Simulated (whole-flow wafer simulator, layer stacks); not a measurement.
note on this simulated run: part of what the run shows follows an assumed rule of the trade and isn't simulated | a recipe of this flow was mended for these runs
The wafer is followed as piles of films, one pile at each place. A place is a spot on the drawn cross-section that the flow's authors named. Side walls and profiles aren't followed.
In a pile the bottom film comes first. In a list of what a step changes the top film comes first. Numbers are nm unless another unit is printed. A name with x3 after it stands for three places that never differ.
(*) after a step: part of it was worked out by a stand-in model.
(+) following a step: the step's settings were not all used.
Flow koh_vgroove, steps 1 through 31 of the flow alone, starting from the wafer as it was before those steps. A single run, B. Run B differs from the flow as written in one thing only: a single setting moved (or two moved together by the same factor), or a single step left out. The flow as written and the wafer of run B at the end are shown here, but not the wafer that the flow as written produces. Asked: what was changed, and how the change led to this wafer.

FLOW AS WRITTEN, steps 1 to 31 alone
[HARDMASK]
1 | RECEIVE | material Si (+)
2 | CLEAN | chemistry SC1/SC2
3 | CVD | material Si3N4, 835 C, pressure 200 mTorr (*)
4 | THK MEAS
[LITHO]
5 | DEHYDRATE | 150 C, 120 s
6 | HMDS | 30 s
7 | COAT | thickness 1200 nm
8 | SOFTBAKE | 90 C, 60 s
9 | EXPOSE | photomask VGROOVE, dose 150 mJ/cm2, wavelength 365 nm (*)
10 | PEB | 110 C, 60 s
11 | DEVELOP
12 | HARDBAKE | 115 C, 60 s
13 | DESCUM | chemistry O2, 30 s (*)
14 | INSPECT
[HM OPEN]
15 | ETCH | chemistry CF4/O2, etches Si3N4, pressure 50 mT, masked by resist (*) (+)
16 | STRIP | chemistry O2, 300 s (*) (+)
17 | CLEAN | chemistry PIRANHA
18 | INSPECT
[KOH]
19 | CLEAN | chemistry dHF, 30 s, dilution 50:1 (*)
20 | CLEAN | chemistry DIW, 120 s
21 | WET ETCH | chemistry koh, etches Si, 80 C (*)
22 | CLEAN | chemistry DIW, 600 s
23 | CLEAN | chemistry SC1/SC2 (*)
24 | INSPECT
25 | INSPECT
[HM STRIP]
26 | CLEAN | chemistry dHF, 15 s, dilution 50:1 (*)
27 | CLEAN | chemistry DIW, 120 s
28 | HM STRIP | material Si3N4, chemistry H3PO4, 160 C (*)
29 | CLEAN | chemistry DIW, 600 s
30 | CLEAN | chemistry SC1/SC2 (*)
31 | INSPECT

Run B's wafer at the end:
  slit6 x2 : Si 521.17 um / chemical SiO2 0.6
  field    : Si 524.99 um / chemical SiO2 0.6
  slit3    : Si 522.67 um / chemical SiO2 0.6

What caused this: step 3, CVD: 804 C was run, whereas the flow has 835 C.

The path from the change to this, step by step:
  3 | CVD | material Si3N4, 835 C, pressure 200 mTorr (*)
      field, slit3, slit2, slit6 x2: Si3N4 gains 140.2 (new film) (as written it would have been: Si3N4 gains 200 (new film))
  15 | ETCH | chemistry CF4/O2, etches Si3N4, pressure 50 mT, masked by resist (*) (+)
      slit3, slit2, slit6 x2: Si3N4 loses 140.2 (all of it), chemical SiO2 loses 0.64 (all of it), Si loses 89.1 (as written it would have been: Si3N4 loses 200 (all of it), chemical SiO2 loses 0.64 (all of it), Si loses 29.4)
  28 | HM STRIP | material Si3N4, chemistry H3PO4, 160 C (*)
      field: Si3N4 loses 138.9 (all of it), chemical SiO2 loses 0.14, Si loses 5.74 (as written it would have been: Si3N4 loses 198.7 (all of it), chemical SiO2 loses 0.14, Si loses 2.75)
